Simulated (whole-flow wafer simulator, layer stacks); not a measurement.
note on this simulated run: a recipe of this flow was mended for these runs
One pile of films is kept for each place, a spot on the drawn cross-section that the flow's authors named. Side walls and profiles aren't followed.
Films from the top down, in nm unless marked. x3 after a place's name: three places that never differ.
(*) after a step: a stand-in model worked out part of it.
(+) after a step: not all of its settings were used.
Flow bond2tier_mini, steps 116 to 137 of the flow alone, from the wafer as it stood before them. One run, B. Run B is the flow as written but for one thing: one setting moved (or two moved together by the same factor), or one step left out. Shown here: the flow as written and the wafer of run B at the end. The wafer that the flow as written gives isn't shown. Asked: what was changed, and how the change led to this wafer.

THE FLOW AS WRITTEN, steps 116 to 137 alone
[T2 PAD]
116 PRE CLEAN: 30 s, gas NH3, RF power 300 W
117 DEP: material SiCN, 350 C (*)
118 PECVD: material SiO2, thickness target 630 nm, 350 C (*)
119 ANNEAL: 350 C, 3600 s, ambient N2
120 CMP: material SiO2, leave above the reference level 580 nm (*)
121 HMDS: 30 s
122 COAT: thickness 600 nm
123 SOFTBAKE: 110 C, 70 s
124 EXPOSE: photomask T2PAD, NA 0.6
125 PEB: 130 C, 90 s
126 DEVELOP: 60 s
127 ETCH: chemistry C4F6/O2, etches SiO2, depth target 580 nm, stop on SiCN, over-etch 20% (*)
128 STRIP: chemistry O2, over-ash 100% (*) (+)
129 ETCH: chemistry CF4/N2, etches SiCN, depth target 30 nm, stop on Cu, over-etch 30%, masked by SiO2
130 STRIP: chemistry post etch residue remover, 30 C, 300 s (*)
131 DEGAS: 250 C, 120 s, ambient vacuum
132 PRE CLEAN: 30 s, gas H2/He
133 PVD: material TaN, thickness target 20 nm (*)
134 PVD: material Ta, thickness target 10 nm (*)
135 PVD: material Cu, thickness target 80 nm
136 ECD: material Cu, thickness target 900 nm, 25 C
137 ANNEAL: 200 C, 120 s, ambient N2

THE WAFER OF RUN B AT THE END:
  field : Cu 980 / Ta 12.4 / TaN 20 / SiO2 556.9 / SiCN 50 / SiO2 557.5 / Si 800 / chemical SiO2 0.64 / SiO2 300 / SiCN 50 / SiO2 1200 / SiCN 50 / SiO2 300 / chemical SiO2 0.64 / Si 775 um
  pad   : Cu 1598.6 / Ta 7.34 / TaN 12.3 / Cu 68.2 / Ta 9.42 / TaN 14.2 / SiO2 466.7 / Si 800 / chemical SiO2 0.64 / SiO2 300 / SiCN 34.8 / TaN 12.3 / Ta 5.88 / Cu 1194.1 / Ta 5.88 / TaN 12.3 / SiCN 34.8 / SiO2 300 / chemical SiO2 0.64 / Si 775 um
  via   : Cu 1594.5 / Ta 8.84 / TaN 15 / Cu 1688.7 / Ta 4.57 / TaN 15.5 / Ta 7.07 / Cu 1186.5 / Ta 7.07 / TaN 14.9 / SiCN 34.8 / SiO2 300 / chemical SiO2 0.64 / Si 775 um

The cause: step 134, PVD: thickness target 12.4 nm was run, where the flow has thickness target 10 nm.
It can be read off the wafer: field has Ta 12.4, and step 134 as written asks for 10 nm.

How the change led to this, step by step:
  134 PVD: material Ta, thickness target 10 nm (*)
      field: Ta +12.4 (new film) (as written it would be: Ta +10 (new film))
      pad: Ta +7.34 (new film) (as written it would be: Ta +5.92 (new film))
      (and at 1 more place)
